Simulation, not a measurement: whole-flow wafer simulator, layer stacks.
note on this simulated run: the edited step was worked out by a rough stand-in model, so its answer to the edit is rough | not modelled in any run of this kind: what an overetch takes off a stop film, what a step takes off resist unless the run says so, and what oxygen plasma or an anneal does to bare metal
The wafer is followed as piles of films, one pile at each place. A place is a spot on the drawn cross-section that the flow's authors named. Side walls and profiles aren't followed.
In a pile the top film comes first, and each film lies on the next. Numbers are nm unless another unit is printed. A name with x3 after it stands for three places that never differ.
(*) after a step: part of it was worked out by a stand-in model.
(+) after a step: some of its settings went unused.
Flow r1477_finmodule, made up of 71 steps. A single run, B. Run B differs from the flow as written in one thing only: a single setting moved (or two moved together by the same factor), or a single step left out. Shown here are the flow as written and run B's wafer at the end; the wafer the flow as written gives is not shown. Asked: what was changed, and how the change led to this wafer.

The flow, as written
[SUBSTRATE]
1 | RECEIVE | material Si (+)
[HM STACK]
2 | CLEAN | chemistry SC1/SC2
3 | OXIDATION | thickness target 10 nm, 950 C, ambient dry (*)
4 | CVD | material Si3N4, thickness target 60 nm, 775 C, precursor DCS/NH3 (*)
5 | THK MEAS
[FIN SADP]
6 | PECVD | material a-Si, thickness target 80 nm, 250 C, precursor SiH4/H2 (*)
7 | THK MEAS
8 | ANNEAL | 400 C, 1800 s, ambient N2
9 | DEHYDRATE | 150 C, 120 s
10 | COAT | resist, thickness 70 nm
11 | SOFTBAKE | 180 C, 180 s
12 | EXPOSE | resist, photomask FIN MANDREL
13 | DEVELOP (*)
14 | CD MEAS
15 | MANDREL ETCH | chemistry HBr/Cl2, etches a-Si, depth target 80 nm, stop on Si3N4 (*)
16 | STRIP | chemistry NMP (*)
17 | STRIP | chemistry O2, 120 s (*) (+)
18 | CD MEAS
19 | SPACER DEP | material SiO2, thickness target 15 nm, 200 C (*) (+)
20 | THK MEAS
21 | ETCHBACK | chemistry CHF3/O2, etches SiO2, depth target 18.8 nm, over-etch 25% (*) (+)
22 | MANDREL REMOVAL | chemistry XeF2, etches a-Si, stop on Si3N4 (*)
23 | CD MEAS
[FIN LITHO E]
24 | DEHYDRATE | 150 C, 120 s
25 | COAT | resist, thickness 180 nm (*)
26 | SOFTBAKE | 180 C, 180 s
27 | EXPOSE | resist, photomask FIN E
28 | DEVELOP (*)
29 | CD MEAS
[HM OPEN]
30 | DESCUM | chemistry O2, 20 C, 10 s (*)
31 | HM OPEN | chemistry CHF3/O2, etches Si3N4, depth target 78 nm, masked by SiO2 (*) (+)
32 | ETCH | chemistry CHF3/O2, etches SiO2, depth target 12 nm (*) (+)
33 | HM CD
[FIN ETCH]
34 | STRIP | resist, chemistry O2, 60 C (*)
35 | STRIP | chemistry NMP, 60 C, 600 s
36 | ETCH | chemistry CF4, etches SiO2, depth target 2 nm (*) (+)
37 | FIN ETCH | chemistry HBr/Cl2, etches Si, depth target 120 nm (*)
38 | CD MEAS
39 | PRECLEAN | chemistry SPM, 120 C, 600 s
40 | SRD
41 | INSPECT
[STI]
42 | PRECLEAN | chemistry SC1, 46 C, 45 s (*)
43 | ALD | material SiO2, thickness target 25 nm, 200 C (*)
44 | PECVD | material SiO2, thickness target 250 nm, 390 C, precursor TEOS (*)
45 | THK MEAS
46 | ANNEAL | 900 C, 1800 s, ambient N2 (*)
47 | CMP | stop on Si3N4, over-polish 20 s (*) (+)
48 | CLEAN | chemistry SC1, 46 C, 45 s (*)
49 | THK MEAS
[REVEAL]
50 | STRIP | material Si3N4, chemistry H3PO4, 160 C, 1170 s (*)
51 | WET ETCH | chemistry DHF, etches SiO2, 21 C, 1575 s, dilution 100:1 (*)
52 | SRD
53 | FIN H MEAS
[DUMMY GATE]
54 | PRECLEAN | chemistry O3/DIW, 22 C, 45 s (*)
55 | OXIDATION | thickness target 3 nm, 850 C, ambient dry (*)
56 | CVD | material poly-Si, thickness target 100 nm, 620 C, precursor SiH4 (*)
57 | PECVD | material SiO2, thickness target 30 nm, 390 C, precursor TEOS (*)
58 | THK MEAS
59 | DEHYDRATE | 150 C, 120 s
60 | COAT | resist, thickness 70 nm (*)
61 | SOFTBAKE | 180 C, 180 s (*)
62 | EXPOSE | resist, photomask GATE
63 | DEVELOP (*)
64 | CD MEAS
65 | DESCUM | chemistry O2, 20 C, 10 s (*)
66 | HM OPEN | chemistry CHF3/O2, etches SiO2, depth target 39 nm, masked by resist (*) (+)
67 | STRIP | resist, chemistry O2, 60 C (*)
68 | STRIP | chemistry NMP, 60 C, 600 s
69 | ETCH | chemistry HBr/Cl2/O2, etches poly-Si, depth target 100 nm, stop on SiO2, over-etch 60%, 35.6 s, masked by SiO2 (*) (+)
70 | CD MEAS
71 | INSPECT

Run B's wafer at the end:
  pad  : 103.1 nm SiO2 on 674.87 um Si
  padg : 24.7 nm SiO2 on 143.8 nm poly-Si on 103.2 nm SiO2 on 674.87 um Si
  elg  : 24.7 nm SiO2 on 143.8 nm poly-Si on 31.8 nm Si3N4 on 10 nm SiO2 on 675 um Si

The reason: step 56, CVD: thickness target 143.8 nm was run, whereas the flow has thickness target 100 nm.
The wafer lets one read it off: padg has poly-Si 143.8, and step 56 as written asks for 100 nm.

How this came from the change, step by step:
  56 | CVD | material poly-Si, thickness target 100 nm, 620 C, precursor SiH4 (*)
      pad, padg, elg and 26 more: +143.8 poly-Si (new film) (it would be, as written: +100 poly-Si (new film))
      s40cg, s40co: +158.3 poly-Si (new film) (it would be, as written: +113.9 poly-Si (new film))
      (and at 5 other places as well)
  67 | STRIP | resist, chemistry O2, 60 C (*)
      s45cg: -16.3 resist (all of it) (it would be, as written: -16.9 resist (all of it))
      s50cg: -16.6 resist (all of it) (it would be, as written: -17.4 resist (all of it))
  69 | ETCH | chemistry HBr/Cl2/O2, etches poly-Si, depth target 100 nm, stop on SiO2, over-etch 60%, 35.6 s, masked by SiO2 (*) (+)
      elo, e40lo, e100lo, e200lo: -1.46 chemical SiO2 (all of it), -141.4 poly-Si (all of it) (it would be, as written: -1.46 chemical SiO2 (all of it), -97.6 poly-Si (all of it), -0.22 Si3N4)
      s40co: -1.46 chemical SiO2 (all of it), -155.9 poly-Si (all of it) (it would be, as written: -1.46 chemical SiO2 (all of it), -111.5 poly-Si (all of it), -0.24 SiO2)
      (and at 13 other places as well)
